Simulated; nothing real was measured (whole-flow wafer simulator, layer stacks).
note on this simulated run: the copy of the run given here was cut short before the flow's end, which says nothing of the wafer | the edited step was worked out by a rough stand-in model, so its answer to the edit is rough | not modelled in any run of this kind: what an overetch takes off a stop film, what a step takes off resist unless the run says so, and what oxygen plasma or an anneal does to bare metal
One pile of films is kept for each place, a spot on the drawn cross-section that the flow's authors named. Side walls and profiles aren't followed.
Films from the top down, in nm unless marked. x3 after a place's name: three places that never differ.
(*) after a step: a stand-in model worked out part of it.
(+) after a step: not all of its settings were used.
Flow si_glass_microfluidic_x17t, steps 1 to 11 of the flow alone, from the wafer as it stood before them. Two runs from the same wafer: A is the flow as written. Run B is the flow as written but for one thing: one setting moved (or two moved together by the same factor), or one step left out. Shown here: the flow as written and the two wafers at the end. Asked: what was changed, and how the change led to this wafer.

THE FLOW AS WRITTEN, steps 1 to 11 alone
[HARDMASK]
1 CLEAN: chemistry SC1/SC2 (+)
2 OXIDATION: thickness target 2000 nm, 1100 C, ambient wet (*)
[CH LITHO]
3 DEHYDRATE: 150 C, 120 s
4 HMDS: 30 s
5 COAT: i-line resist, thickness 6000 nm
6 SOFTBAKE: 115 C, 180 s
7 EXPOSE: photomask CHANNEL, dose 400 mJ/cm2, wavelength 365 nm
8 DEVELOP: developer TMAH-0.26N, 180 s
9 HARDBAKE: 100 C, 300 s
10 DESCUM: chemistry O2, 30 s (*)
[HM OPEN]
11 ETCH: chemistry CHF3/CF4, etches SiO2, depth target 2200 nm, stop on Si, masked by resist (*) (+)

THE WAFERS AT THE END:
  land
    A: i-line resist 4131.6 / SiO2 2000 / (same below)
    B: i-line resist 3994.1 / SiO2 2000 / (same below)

The cause: step 11, ETCH: depth target 2365 nm was run, where the flow has depth target 2200 nm.

How the change led to this, step by step:
  11 ETCH: chemistry CHF3/CF4, etches SiO2, depth target 2200 nm, stop on Si, masked by resist (*) (+)
      land: A i-line resist -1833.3 | B i-line resist -1970.8
